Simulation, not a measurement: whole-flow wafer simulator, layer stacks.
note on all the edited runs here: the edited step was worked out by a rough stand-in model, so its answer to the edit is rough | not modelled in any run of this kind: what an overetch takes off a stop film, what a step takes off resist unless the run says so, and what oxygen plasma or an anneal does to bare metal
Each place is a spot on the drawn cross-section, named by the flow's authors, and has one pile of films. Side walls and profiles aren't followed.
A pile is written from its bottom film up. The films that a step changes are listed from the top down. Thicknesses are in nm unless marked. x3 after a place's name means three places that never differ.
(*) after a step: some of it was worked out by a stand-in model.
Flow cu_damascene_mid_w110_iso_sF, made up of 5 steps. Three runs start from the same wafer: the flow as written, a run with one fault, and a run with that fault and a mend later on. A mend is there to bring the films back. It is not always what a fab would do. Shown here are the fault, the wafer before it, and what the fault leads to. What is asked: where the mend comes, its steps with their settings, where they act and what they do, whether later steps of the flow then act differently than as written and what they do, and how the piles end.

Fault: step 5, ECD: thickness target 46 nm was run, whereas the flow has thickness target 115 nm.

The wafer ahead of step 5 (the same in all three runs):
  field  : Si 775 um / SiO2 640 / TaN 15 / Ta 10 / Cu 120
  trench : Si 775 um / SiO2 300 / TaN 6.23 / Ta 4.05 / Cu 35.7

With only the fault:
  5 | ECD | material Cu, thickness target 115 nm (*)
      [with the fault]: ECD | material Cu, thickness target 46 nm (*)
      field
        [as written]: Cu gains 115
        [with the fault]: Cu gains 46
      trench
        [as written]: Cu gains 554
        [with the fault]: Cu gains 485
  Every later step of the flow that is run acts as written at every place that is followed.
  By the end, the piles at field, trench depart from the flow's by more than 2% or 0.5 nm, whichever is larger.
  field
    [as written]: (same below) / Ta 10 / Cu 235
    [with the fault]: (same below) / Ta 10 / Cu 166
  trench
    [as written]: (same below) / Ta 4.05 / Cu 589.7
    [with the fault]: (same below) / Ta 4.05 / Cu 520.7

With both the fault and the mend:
  The mend follows step 5.
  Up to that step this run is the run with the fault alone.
  5a | ECD | material Cu, thickness target 69 nm (the flow's step 5 again, with other settings)
      field, trench
        Cu gains 69
  Every later step of the flow that is run acts as written at every place that is followed.
  At every place that both follow, the piles at the end match the flow's.
